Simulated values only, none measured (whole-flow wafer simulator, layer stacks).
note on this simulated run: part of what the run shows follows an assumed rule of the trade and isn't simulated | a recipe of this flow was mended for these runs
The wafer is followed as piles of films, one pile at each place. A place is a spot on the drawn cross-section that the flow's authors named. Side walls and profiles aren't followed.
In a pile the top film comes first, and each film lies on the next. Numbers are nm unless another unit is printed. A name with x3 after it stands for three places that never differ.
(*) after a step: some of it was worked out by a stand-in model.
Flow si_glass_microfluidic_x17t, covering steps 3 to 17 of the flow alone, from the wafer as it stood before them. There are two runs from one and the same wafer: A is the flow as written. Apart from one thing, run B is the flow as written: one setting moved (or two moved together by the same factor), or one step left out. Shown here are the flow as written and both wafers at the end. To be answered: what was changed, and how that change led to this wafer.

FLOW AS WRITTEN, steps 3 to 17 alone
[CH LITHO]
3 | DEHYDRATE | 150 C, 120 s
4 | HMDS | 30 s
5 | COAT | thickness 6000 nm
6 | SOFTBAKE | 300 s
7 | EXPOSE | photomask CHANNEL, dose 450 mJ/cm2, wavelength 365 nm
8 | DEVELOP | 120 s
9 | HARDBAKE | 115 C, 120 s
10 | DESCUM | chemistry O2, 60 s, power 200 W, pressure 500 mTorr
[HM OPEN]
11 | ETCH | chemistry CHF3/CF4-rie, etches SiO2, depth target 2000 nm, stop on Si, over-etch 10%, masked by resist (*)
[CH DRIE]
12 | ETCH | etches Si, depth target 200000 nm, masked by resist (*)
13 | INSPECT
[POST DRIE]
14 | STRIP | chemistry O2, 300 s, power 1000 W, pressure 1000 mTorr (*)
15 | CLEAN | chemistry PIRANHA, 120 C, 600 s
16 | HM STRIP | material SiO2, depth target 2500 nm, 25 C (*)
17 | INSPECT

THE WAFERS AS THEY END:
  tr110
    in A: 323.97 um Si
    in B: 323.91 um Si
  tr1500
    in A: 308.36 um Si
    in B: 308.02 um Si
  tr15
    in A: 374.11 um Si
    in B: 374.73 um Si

What caused this: step 5, COAT: thickness 8160 nm was run, though the flow has thickness 6000 nm; step 11, ETCH: depth target 2720 nm was run, where the flow has depth target 2000 nm.

The path from the change to this, step by step:
  5 | COAT | thickness 6000 nm
      land, tr110, tr1500, tr15: A thick-i-line-resist gains 6000 (new film) | B thick-i-line-resist gains 8160 (new film)
  8 | DEVELOP | 120 s
      tr110, tr1500, tr15: A thick-i-line-resist loses 6000 (all of it) | B thick-i-line-resist loses 8160 (all of it)
  9 | HARDBAKE | 115 C, 120 s
      land: A thick-i-line-resist loses 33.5 | B thick-i-line-resist loses 52.5
  11 | ETCH | chemistry CHF3/CF4-rie, etches SiO2, depth target 2000 nm, stop on Si, over-etch 10%, masked by resist (*)
      tr110, tr1500, tr15: A SiO2 loses 2000 (all of it), Si loses 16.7 | B SiO2 loses 2000 (all of it), Si loses 82.7
      land: A thick-i-line-resist loses 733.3 | B thick-i-line-resist loses 997.3
  12 | ETCH | etches Si, depth target 200000 nm, masked by resist (*)
      tr1500: A Si loses 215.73 um | B Si loses 216.02 um
      tr15: A Si loses 149.99 um | B Si loses 149.3 um
  14 | STRIP | chemistry O2, 300 s, power 1000 W, pressure 1000 mTorr (*)
      land: A thick-i-line-resist loses 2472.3 (all of it) | B thick-i-line-resist loses 4345.8 (all of it)
